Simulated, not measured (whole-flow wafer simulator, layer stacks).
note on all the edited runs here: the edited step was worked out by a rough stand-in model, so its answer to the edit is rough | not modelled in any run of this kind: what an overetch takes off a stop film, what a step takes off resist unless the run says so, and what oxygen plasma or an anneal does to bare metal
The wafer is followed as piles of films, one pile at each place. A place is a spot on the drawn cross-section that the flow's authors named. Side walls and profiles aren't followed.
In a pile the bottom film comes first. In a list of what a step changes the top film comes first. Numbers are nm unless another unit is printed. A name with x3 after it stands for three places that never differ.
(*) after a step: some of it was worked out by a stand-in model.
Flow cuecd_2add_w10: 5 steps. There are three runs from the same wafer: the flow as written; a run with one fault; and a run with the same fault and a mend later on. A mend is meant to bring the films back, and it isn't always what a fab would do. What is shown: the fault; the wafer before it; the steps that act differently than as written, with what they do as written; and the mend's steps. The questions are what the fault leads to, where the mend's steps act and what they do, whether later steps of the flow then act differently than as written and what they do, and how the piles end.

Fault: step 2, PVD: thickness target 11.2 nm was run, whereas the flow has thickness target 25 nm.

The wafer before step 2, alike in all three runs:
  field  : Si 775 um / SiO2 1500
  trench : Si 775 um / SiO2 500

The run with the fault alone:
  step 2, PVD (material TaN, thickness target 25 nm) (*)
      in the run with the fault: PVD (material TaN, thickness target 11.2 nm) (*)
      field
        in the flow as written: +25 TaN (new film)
        in the run with the fault: +11.2 TaN (new film)
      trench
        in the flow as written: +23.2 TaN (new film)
        in the run with the fault: +10.4 TaN (new film)
  None of the later steps of the flow acts differently than as written at any place that is followed.
  By the end, the piles at field, trench depart from the flow's by more than 2% or 0.5 nm, whichever is larger.
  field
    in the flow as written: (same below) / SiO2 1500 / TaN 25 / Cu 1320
    in the run with the fault: (same below) / SiO2 1500 / TaN 11.2 / Cu 1320
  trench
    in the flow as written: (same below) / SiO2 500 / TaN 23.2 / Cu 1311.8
    in the run with the fault: (same below) / SiO2 500 / TaN 10.4 / Cu 1311.8

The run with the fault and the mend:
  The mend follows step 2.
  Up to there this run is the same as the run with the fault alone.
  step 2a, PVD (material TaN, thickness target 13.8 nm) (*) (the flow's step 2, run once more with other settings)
      field
        +13.8 TaN
      trench
        +12.8 TaN
  None of the later steps of the flow acts differently than as written at any place that is followed.
  At every place that both follow, the piles at the end match the flow's.
